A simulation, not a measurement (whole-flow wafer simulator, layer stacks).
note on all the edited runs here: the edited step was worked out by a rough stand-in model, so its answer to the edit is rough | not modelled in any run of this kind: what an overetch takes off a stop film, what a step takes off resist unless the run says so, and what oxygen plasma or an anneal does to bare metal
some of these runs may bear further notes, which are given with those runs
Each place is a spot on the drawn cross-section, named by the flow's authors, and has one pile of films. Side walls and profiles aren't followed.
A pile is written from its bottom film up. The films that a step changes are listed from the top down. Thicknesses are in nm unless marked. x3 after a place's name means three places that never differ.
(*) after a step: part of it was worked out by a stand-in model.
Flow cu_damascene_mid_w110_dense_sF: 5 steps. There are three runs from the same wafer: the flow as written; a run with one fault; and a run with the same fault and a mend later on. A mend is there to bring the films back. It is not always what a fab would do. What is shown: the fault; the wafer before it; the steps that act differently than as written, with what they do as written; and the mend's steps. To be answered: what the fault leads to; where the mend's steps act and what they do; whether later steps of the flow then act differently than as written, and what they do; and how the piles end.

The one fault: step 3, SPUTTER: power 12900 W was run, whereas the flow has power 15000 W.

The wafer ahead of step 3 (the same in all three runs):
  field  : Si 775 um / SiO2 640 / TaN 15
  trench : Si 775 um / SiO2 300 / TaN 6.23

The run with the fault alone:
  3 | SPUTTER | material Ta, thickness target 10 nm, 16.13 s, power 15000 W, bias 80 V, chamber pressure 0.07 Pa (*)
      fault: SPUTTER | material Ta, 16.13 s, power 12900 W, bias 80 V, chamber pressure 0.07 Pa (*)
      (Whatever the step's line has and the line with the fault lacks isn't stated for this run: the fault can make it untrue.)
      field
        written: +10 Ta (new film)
        fault: +8.6 Ta (new film)
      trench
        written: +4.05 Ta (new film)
        fault: +3.38 Ta (new film)
  None of the later steps of the flow differs from how it acts as written, at any place that is followed, by more than 2% or 0.5 nm, whichever is larger.
  At field, trench, the piles at the end differ from the flow's by more than 2% or 0.5 nm, whichever is larger.
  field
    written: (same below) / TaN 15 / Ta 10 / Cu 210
    fault: (same below) / TaN 15 / Ta 8.6 / Cu 210
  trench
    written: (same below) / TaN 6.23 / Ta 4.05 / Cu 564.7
    fault: (same below) / TaN 6.23 / Ta 3.38 / Cu 564

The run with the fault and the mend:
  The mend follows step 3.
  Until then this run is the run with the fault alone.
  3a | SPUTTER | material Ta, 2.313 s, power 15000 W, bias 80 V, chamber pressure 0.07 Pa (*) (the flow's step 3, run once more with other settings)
      field
        +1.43 Ta
      trench
        +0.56 Ta
  None of the later steps of the flow differs from how it acts as written, at any place that is followed, by more than 2% or 0.5 nm, whichever is larger.
  The piles end only slightly different from the flow's at the places that both follow, by no more than 2% or 0.5 nm, whichever is larger.
